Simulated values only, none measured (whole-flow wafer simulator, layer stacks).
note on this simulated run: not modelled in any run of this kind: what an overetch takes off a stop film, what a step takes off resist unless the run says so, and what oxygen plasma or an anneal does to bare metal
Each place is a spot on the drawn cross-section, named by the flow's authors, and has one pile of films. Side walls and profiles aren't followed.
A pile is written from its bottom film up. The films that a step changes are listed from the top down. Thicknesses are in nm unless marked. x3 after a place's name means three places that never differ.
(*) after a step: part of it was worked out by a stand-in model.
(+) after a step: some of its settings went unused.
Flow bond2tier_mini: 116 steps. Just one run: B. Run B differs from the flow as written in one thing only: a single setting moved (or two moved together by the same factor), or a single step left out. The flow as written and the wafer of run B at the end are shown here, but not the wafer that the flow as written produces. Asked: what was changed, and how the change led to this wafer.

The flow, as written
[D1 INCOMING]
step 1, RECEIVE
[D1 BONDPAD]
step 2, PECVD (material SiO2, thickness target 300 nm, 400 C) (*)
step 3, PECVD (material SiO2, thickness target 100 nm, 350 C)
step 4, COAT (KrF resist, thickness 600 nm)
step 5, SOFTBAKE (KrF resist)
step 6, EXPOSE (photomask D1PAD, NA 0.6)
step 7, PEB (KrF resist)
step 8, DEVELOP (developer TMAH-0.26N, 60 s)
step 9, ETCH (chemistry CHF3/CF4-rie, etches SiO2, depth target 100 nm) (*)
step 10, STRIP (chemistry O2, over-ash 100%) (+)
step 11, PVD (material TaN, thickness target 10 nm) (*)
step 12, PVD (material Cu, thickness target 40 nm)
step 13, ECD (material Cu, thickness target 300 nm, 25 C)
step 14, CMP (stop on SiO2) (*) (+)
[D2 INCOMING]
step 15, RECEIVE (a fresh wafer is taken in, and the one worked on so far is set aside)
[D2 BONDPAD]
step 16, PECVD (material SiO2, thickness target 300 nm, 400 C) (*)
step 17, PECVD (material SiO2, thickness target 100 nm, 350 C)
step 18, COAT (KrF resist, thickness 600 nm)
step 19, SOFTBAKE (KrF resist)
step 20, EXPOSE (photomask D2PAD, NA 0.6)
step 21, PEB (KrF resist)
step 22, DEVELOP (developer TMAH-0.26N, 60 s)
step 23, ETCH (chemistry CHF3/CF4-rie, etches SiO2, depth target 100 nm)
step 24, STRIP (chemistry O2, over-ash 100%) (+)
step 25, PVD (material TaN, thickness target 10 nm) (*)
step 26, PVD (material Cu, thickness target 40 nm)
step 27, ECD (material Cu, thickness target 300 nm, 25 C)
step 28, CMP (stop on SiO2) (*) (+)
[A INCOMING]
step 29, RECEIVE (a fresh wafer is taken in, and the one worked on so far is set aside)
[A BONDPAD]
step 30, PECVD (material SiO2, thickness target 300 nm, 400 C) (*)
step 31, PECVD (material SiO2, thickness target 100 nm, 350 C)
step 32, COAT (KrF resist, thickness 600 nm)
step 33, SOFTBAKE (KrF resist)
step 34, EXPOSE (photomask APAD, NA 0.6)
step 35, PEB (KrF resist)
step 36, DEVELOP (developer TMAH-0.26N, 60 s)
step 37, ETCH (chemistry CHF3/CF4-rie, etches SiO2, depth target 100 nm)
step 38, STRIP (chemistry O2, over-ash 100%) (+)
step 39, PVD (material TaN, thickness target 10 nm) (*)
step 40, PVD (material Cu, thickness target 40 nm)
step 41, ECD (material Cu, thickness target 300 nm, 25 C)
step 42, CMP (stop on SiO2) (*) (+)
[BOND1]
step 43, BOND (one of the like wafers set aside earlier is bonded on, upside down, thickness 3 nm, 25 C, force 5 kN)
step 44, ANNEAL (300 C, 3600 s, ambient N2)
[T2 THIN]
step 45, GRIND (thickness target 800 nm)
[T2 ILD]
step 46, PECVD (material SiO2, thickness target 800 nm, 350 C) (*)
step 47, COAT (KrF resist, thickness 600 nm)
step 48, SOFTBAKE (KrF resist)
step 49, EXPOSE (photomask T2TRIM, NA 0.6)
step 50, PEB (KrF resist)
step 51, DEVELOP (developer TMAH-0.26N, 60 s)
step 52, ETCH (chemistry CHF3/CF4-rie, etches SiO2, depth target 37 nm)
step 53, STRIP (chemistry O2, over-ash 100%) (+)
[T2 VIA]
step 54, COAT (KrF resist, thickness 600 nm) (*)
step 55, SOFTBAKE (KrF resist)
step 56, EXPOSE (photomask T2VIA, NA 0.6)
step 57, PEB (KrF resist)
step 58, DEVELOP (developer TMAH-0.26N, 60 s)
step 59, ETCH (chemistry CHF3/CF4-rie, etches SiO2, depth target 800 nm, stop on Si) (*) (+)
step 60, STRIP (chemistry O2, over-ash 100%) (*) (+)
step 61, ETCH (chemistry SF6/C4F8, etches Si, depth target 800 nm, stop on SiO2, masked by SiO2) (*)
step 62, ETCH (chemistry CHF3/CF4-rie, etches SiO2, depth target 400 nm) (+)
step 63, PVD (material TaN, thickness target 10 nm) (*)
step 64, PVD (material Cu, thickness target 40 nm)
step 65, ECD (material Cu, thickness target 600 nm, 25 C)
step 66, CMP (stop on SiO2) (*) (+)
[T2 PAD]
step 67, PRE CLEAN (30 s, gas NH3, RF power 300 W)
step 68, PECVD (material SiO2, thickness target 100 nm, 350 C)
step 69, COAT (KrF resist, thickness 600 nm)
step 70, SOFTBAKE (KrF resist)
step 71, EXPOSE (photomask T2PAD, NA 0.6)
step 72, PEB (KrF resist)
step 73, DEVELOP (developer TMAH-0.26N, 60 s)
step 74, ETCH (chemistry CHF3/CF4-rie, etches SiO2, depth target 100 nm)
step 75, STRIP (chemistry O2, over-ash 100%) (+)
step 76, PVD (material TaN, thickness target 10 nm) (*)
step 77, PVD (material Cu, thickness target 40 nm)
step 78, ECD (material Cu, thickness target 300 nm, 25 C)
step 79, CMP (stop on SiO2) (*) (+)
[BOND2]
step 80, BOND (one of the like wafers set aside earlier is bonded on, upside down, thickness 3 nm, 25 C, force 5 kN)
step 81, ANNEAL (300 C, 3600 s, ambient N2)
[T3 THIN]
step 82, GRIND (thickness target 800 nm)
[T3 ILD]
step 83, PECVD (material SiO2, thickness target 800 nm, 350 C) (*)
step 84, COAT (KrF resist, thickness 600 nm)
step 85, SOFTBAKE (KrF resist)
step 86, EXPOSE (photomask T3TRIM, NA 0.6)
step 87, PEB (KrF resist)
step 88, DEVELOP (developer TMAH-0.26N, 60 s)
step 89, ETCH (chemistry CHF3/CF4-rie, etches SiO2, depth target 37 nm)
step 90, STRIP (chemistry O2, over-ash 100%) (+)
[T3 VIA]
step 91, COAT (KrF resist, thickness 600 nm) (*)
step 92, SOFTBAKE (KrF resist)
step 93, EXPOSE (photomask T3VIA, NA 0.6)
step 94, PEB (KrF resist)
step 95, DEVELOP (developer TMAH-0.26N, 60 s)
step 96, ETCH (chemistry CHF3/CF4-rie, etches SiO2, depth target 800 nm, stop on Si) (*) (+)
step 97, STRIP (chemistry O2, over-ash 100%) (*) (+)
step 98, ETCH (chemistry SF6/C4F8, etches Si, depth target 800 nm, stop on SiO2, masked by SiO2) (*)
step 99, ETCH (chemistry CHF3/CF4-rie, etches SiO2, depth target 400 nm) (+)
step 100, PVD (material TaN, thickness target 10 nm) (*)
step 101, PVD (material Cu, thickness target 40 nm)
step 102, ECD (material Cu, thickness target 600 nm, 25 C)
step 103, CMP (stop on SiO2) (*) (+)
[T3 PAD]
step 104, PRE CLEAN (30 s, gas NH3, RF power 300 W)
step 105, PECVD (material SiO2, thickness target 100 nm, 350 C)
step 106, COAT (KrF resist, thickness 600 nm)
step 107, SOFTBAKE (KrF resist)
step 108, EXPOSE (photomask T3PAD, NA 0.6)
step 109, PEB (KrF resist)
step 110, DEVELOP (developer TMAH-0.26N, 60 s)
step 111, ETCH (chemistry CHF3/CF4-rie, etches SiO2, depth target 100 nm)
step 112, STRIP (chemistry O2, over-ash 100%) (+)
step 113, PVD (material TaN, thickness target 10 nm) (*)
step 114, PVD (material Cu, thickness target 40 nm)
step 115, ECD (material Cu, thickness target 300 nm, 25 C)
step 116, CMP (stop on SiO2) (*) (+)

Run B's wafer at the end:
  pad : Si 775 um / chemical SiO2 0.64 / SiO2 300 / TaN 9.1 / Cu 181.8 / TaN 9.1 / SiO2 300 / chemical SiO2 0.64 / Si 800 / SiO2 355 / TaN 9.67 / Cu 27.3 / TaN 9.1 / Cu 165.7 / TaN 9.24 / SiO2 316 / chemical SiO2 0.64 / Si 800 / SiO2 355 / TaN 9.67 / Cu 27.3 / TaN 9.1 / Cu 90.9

The reason: step 23, ETCH: depth target 84 nm was run, while the flow as written has depth target 100 nm.

Step by step, how the change led to this:
  step 23, ETCH (chemistry CHF3/CF4-rie, etches SiO2, depth target 100 nm)
      pad, via: -84 SiO2 (as written it would have been: -100 SiO2)
      field: -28 KrF resist (as written it would have been: -33.3 KrF resist)
  step 27, ECD (material Cu, thickness target 300 nm, 25 C)
      pad: +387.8 Cu (as written it would have been: +404.5 Cu)
      via: +384.1 Cu (as written it would have been: +400.2 Cu)
  step 80, BOND (one of the like wafers set aside earlier is bonded on, upside down, thickness 3 nm, 25 C, force 5 kN)
      pad: +775 um Si (new film), +0.64 chemical SiO2 (new film), +316 SiO2 (new film), +9.24 TaN (new film), +74.8 Cu (as written it would have been: +775 um Si (new film), +0.64 chemical SiO2 (new film), +300 SiO2 (new film), +9.1 TaN (new film), +90.9 Cu)
